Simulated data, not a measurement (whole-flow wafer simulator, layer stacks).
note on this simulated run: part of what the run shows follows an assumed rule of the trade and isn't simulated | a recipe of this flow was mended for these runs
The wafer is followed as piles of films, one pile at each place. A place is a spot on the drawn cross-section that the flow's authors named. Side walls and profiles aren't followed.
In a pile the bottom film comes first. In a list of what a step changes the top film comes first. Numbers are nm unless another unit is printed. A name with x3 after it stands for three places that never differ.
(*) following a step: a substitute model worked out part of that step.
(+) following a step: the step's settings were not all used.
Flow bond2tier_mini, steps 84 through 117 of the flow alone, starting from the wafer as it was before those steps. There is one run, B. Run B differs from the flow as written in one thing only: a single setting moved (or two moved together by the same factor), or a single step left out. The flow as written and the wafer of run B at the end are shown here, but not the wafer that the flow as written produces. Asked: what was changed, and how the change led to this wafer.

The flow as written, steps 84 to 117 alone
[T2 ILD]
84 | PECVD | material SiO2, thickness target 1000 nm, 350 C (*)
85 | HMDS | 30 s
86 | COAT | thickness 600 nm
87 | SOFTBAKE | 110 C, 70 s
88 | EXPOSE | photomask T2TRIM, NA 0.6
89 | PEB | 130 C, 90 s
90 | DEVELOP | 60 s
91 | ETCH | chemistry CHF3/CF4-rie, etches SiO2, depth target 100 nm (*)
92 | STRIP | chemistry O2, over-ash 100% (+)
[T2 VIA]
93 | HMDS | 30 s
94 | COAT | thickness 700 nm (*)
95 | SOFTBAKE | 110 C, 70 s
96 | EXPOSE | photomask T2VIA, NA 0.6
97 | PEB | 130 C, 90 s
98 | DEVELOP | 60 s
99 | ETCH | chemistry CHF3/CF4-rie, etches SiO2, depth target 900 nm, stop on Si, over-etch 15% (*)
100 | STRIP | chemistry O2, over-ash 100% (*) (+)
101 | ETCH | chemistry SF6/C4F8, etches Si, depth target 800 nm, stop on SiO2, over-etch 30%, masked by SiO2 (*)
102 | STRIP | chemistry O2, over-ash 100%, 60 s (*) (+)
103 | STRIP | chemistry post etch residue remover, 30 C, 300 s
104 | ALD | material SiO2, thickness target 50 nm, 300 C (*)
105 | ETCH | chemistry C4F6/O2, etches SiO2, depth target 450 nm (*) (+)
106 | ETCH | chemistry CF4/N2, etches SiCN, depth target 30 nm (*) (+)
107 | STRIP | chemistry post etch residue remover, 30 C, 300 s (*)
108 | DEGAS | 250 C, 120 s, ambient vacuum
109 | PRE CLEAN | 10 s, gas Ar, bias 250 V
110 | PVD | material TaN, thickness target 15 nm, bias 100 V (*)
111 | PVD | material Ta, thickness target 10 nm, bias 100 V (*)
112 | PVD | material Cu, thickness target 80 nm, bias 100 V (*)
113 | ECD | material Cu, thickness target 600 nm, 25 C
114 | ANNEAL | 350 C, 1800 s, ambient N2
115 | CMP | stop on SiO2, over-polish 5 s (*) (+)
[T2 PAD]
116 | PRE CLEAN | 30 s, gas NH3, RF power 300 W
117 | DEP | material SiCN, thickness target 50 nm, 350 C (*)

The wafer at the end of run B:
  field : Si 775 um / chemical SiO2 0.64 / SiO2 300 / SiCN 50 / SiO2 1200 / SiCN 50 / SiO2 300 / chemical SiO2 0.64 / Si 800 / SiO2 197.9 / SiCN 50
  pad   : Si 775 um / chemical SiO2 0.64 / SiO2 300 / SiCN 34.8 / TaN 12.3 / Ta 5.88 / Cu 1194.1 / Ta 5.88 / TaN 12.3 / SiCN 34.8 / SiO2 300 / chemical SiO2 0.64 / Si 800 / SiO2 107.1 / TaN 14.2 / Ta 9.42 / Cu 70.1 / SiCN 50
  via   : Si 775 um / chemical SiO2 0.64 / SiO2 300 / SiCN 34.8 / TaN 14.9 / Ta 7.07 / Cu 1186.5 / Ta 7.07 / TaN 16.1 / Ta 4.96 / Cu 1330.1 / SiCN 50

The reason: step 84, PECVD: thickness target 640 nm was run, whereas the flow has thickness target 1000 nm.

How this came from the change, step by step:
  84 | PECVD | material SiO2, thickness target 1000 nm, 350 C (*)
      field, pad, via: +640 SiO2 (new film) (it would be, as written: +1000 SiO2 (new film))
  99 | ETCH | chemistry CHF3/CF4-rie, etches SiO2, depth target 900 nm, stop on Si, over-etch 15% (*)
      field, pad: -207 thick-KrF-resist (it would be, as written: -345 thick-KrF-resist)
      via: -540 SiO2 (all of it), -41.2 Si (it would be, as written: -900 SiO2 (all of it), -11.2 Si)
  100 | STRIP | chemistry O2, over-ash 100% (*) (+)
      field: -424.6 thick-KrF-resist (all of it) (it would be, as written: -286.6 thick-KrF-resist (all of it))
      pad: -510.9 thick-KrF-resist (all of it) (it would be, as written: -372.9 thick-KrF-resist (all of it))
  101 | ETCH | chemistry SF6/C4F8, etches Si, depth target 800 nm, stop on SiO2, over-etch 30%, masked by SiO2 (*)
      via: -758.8 Si (all of it), -0.64 chemical SiO2 (all of it), -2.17 SiO2 (it would be, as written: -788.8 Si (all of it), -0.64 chemical SiO2 (all of it), -1.87 SiO2)
  110 | PVD | material TaN, thickness target 15 nm, bias 100 V (*)
      via: +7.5 TaN (it would be, as written: +6.94 TaN)
  112 | PVD | material Cu, thickness target 80 nm, bias 100 V (*)
      via: +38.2 Cu (new film) (it would be, as written: +35 Cu (new film))
  113 | ECD | material Cu, thickness target 600 nm, 25 C
      via: +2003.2 Cu (it would be, as written: +2367 Cu)
